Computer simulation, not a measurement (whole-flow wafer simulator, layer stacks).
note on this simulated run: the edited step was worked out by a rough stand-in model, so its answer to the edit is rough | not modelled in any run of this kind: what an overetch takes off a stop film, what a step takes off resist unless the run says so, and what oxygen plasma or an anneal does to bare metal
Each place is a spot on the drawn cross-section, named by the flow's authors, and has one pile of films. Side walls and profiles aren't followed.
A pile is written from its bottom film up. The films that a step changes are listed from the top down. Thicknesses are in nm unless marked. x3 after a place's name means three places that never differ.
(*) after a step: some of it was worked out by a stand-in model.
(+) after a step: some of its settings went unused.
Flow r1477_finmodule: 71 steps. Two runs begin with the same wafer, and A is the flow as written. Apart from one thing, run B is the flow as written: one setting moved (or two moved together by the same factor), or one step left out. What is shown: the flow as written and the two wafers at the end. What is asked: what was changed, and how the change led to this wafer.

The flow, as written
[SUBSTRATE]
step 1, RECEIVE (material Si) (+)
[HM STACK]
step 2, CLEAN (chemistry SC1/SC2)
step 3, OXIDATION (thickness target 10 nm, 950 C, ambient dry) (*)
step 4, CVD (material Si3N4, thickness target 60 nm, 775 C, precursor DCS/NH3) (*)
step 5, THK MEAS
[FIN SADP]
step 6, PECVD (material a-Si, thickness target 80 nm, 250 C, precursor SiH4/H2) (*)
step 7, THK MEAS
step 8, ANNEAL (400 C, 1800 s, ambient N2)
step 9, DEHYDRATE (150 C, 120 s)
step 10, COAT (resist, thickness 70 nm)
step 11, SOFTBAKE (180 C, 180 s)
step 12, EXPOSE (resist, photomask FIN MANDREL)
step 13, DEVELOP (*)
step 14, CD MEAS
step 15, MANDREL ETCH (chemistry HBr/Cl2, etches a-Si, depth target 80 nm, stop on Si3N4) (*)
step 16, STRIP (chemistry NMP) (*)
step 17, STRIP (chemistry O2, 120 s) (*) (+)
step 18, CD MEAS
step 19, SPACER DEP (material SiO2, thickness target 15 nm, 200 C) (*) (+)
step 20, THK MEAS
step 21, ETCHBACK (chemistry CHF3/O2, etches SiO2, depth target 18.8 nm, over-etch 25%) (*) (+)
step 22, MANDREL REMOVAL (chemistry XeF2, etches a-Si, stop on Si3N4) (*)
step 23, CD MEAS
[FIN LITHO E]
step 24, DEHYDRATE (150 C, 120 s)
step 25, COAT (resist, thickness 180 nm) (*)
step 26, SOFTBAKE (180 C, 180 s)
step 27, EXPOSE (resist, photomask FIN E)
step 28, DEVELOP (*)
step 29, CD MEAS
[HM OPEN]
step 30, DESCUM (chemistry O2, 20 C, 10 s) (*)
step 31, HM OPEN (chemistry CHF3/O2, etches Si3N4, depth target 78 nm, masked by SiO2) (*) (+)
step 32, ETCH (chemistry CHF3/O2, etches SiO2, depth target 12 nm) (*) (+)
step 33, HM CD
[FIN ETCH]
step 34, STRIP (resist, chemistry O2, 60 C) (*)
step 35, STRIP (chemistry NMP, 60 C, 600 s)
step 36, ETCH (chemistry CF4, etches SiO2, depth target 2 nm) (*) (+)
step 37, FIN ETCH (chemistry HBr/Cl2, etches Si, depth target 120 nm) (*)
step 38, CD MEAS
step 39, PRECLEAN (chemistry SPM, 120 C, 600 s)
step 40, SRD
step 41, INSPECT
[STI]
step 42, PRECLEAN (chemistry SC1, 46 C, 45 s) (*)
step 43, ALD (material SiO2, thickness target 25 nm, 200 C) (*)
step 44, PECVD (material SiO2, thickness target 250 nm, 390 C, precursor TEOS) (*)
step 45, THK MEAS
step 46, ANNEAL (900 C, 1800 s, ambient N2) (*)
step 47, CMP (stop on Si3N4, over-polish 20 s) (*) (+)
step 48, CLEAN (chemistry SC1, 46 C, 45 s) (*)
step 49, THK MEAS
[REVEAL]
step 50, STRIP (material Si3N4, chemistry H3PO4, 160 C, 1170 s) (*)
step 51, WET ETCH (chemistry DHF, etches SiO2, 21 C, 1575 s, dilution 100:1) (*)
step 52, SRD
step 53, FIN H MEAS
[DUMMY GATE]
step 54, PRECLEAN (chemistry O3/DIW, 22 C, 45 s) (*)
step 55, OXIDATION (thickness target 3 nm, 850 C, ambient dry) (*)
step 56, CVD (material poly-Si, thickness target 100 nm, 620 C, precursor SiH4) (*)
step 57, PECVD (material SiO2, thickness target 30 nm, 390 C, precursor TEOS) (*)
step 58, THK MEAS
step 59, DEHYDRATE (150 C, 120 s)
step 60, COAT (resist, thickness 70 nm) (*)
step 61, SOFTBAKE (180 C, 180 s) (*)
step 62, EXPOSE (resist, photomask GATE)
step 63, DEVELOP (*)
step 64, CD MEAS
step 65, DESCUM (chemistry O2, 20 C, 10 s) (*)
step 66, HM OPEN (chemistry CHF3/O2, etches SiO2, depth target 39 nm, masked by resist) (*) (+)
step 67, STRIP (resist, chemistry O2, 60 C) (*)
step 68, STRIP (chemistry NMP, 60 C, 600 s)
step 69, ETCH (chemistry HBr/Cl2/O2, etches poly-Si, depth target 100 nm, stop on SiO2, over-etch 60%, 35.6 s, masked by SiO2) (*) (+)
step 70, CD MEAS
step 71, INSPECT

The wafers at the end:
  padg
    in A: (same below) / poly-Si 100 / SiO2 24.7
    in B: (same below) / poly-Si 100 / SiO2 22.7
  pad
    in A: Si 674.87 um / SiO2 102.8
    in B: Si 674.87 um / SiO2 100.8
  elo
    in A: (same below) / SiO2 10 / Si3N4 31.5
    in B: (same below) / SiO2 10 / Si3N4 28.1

The reason: step 69, ETCH: depth target 137.5 nm was run, whereas the flow has depth target 100 nm; step 69, ETCH: 49 s was run, where the flow has 35.6 s.

The path from the change to this, step by step:
  step 69, ETCH (chemistry HBr/Cl2/O2, etches poly-Si, depth target 100 nm, stop on SiO2, over-etch 60%, 35.6 s, masked by SiO2) (*) (+)
      padg, elg, esg and 15 more: A -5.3 SiO2 | B -7.29 SiO2
      pad, eso, e40so and 8 more: A -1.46 chemical SiO2 (all of it), -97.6 poly-Si (all of it), -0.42 SiO2 | B -1.46 chemical SiO2 (all of it), -97.6 poly-Si (all of it), -2.41 SiO2
      (also at 7 further places)
